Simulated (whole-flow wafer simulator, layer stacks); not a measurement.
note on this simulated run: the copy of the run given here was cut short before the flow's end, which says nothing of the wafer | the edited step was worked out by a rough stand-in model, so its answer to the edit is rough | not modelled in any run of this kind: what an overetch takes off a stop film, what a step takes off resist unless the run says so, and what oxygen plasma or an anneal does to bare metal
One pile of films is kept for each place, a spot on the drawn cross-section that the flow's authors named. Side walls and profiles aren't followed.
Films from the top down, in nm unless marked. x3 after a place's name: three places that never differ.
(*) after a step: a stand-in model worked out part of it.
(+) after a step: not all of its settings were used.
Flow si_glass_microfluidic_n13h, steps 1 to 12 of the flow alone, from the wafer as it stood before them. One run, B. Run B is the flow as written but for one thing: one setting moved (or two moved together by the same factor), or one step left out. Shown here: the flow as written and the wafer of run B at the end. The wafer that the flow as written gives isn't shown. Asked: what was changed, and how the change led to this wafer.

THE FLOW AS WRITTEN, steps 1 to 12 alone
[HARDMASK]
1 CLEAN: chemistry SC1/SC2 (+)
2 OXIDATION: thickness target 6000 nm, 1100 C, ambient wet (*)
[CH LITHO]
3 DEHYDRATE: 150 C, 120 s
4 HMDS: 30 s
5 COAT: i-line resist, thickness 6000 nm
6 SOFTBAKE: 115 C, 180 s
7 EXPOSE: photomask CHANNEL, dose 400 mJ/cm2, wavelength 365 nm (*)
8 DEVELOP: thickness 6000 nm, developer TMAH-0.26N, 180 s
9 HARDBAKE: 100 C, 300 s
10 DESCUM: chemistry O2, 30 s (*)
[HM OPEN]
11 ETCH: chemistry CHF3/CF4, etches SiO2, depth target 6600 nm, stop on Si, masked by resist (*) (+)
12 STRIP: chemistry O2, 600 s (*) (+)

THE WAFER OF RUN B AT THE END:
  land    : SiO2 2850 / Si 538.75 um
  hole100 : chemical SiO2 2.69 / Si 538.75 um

The cause: step 2, OXIDATION: thickness target 2850 nm was run, where the flow has thickness target 6000 nm.
It can be read off the wafer: land has SiO2 2850, and step 2 as written asks for 6000 nm.

How the change led to this, step by step:
  2 OXIDATION: thickness target 6000 nm, 1100 C, ambient wet (*)
      land, hole100: SiO2 +2850 (new film), chemical SiO2 -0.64 (all of it), Si -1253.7 (as written it would be: SiO2 +6000 (new film), chemical SiO2 -0.64 (all of it), Si -2639.7)
  11 ETCH: chemistry CHF3/CF4, etches SiO2, depth target 6600 nm, stop on Si, masked by resist (*) (+)
      land: i-line resist -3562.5 (as written it would be: i-line resist -5500)
      hole100: SiO2 -2850 (all of it) (as written it would be: SiO2 -6000 (all of it))
  12 STRIP: chemistry O2, 600 s (*) (+)
      land: i-line resist -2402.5 (all of it) (as written it would be: i-line resist -465 (all of it))
